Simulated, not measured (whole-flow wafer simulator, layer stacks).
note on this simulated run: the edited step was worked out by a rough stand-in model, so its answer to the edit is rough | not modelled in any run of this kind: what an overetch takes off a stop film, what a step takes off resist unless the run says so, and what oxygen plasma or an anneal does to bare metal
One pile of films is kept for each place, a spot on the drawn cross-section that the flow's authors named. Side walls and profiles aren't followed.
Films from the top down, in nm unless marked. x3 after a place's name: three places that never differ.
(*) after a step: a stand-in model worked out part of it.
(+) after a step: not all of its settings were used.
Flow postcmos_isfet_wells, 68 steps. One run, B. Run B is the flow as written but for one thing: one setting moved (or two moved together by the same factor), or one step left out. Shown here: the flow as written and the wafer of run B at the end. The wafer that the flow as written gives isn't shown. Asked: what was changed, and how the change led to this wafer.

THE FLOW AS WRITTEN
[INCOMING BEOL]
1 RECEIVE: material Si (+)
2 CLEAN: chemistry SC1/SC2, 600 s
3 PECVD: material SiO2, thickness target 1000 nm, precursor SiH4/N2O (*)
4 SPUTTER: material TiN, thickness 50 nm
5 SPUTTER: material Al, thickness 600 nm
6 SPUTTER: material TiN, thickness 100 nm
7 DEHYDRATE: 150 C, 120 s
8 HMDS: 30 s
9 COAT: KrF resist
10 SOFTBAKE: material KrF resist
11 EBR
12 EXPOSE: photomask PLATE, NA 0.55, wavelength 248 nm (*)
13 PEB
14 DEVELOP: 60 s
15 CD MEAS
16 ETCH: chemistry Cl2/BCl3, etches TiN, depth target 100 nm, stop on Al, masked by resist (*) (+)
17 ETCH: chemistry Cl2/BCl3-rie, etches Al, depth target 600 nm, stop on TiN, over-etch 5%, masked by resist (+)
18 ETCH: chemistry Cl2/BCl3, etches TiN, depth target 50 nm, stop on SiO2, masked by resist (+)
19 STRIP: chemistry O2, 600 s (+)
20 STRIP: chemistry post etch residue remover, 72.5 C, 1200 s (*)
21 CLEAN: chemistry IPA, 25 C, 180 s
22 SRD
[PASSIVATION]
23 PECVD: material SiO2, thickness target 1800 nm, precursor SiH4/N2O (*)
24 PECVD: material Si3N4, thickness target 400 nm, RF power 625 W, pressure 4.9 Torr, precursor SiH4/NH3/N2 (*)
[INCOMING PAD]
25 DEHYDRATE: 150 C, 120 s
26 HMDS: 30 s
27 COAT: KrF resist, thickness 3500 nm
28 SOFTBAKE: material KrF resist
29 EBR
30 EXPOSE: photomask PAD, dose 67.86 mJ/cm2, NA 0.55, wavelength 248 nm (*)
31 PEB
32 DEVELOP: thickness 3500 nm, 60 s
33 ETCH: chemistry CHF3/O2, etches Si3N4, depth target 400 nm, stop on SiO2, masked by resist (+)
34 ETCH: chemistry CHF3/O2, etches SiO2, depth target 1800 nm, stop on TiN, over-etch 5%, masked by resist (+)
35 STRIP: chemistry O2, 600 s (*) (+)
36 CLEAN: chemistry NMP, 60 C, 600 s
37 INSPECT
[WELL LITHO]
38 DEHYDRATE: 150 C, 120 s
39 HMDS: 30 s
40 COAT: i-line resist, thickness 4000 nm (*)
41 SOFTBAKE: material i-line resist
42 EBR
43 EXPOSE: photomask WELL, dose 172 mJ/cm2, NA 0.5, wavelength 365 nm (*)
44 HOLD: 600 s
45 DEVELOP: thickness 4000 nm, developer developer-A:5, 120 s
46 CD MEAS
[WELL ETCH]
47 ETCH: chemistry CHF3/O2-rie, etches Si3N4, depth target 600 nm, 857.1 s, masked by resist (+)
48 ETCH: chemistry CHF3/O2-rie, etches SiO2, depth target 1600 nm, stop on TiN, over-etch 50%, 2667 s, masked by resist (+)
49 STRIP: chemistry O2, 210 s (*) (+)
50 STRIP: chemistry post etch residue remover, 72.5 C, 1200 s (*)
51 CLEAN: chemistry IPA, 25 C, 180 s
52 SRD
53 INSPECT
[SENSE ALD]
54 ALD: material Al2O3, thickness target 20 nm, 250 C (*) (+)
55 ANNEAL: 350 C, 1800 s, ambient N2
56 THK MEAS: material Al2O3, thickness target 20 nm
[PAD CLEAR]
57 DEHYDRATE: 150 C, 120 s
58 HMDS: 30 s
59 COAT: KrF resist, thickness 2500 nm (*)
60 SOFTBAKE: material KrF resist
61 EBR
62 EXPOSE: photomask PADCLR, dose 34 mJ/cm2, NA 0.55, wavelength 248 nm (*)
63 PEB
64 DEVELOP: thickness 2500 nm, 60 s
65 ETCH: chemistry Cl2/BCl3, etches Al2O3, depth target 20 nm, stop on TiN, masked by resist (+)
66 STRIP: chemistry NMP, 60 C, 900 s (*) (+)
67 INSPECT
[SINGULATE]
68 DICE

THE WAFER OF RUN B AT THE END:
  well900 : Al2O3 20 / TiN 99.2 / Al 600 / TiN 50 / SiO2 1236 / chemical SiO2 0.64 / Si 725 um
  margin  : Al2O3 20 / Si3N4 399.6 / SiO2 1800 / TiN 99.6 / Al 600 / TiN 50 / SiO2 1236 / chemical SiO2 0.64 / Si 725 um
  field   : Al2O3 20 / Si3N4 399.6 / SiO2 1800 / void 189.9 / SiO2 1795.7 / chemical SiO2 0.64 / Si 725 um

The cause: step 3, PECVD: thickness target 1236 nm was run, where the flow has thickness target 1000 nm.
It can be read off the wafer: well900 has SiO2 1236, and step 3 as written asks for 1000 nm.

How the change led to this, step by step:
  3 PECVD: material SiO2, thickness target 1000 nm, precursor SiH4/N2O (*)
      field, margin, well900, well1300 x3, pad_rim, pad_clr, pad_open: SiO2 +1236 (new film) (as written it would be: SiO2 +1000 (new film))
